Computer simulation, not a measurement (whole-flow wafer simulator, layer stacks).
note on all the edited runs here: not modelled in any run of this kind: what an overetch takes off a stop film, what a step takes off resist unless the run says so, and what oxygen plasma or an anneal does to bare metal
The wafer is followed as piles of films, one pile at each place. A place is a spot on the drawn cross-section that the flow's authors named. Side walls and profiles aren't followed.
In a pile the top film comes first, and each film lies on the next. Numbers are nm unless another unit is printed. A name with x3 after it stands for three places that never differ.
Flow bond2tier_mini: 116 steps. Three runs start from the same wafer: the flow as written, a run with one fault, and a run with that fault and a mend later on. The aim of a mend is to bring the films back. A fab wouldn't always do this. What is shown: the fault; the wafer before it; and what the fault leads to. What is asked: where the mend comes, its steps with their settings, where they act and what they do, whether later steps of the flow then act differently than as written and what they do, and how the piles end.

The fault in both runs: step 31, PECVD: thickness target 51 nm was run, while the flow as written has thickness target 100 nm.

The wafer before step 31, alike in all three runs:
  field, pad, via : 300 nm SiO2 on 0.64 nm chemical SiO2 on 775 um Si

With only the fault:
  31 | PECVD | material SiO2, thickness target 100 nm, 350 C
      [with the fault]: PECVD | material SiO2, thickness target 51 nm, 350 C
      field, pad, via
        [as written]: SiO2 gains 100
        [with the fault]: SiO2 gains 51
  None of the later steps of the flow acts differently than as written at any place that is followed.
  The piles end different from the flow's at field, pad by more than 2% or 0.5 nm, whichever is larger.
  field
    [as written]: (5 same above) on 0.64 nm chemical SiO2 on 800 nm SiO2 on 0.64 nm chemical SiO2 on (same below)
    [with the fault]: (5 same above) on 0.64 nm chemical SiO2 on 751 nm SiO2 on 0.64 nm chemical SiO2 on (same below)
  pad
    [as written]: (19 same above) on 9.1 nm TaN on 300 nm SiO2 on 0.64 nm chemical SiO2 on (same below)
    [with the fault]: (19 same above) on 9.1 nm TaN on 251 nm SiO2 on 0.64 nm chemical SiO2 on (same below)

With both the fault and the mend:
  After step 31 comes the mend.
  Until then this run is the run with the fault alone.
  31a | PECVD | material SiO2, thickness target 49 nm, 350 C (the flow's step 31 again, with other settings)
      field, pad, via
        SiO2 gains 49
  None of the later steps of the flow acts differently than as written at any place that is followed.
  At every place that both follow, the piles at the end match the flow's.
